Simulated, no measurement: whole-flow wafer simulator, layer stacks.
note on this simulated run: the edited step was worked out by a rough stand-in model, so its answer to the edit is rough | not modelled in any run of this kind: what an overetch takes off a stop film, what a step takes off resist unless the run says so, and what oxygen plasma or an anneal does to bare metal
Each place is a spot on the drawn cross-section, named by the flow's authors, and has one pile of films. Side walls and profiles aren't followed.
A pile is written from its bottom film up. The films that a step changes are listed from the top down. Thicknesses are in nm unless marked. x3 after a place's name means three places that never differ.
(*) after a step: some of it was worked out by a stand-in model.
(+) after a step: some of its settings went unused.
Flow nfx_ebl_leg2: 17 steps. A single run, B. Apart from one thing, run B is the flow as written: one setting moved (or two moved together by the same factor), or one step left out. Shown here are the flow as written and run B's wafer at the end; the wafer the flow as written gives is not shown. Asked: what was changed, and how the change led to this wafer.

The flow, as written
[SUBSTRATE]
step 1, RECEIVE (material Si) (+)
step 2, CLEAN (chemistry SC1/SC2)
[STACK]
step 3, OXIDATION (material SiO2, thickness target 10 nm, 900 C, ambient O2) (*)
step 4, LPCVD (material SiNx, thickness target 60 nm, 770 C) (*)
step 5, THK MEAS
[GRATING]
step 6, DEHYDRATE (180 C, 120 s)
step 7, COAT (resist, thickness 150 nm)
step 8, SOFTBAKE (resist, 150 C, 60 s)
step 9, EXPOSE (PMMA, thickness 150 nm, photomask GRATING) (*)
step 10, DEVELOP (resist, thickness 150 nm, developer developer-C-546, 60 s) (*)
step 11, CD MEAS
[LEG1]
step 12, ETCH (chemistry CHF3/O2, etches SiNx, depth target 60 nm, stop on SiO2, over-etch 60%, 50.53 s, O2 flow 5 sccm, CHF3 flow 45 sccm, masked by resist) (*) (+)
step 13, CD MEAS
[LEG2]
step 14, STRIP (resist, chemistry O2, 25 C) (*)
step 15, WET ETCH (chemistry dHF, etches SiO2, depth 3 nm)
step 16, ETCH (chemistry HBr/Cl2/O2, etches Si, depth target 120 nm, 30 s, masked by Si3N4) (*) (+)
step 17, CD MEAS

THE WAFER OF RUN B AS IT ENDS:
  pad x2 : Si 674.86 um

What caused this: step 16, ETCH: depth target 138 nm was run, while the flow as written has depth target 120 nm.

The path from the change to this, step by step:
  step 16, ETCH (chemistry HBr/Cl2/O2, etches Si, depth target 120 nm, 30 s, masked by Si3N4) (*) (+)
      pad x2: -138 Si (in the flow as written it would be: -120 Si)
